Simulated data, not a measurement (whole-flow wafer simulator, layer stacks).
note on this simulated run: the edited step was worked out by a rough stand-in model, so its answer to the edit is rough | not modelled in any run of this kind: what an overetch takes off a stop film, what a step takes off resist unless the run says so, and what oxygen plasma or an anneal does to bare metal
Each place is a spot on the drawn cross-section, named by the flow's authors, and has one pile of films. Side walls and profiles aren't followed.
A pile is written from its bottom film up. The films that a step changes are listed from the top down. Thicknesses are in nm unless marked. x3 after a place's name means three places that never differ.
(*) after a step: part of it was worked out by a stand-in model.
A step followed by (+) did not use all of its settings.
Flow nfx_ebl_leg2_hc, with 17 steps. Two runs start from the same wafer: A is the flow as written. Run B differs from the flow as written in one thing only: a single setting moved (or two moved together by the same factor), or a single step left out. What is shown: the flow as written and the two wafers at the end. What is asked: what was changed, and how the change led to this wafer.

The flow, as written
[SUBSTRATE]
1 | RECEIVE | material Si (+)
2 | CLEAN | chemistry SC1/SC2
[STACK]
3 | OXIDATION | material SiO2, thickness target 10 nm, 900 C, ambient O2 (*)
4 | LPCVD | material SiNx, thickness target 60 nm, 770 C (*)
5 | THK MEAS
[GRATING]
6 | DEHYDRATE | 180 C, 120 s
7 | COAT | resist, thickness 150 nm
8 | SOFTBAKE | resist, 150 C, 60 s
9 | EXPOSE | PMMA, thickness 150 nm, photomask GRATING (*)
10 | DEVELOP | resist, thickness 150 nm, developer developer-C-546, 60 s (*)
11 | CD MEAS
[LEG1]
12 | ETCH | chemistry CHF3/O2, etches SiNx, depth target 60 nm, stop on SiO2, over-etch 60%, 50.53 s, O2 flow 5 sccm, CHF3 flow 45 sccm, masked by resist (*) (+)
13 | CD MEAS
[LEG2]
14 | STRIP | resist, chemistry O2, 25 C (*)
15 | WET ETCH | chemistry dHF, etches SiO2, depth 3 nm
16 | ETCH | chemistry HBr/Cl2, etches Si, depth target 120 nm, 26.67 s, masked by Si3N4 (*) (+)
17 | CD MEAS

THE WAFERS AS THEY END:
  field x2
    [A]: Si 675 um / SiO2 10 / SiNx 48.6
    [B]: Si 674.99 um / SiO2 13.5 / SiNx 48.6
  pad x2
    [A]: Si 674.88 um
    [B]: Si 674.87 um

The reason: step 3, OXIDATION: thickness target 13.5 nm was run, whereas the flow has thickness target 10 nm.
One can read it off the wafer: field x2 has SiO2 13.5, and step 3 as written asks for 10 nm.

The path from the change to this, step by step:
  3 | OXIDATION | material SiO2, thickness target 10 nm, 900 C, ambient O2 (*)
      field x2, pad x2: A SiO2 gains 10 (new film), chemical SiO2 loses 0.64 (all of it), Si loses 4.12 | B SiO2 gains 13.5 (new film), chemical SiO2 loses 0.64 (all of it), Si loses 5.66
  12 | ETCH | chemistry CHF3/O2, etches SiNx, depth target 60 nm, stop on SiO2, over-etch 60%, 50.53 s, O2 flow 5 sccm, CHF3 flow 45 sccm, masked by resist (*) (+)
      pad x2: A SiNx loses 60 (all of it), SiO2 loses 10 (all of it) | B SiNx loses 60 (all of it), SiO2 loses 13.5 (all of it)
